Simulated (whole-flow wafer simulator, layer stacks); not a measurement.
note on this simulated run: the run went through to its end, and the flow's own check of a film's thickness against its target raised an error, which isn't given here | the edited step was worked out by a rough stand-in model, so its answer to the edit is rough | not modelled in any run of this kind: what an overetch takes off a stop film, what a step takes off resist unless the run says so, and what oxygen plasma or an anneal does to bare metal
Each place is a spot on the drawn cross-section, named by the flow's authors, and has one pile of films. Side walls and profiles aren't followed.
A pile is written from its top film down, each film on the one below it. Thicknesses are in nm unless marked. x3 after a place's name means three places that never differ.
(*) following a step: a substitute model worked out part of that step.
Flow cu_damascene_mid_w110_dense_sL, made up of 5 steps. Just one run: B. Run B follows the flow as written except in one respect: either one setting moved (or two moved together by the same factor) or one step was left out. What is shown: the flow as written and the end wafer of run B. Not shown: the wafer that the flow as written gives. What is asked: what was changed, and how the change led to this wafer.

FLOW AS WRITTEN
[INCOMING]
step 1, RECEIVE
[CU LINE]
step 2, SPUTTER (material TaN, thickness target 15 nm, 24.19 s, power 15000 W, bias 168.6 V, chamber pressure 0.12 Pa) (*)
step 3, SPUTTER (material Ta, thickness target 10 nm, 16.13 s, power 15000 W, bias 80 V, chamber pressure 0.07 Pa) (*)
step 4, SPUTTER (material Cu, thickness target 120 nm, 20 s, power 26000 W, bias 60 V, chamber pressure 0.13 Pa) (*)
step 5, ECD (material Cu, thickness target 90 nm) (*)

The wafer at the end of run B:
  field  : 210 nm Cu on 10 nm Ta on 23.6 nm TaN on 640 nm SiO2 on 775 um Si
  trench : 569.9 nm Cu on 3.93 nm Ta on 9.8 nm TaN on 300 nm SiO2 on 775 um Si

What caused this: step 2, SPUTTER: thickness target 23.6 nm was run, while the flow as written has thickness target 15 nm; step 2, SPUTTER: 38.1 s was run, where the flow has 24.19 s.
The wafer lets one read it off: field has TaN 23.6, and step 2 as written asks for 15 nm.

The path from the change to this, step by step:
  step 2, SPUTTER (material TaN, thickness target 15 nm, 24.19 s, power 15000 W, bias 168.6 V, chamber pressure 0.12 Pa) (*)
      field: TaN gains 23.6 (new film) (it would be, as written: TaN gains 15 (new film))
      trench: TaN gains 9.8 (new film) (it would be, as written: TaN gains 6.23 (new film))
  step 4, SPUTTER (material Cu, thickness target 120 nm, 20 s, power 26000 W, bias 60 V, chamber pressure 0.13 Pa) (*)
      trench: Cu gains 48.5 (new film) (it would be, as written: Cu gains 49.9 (new film))
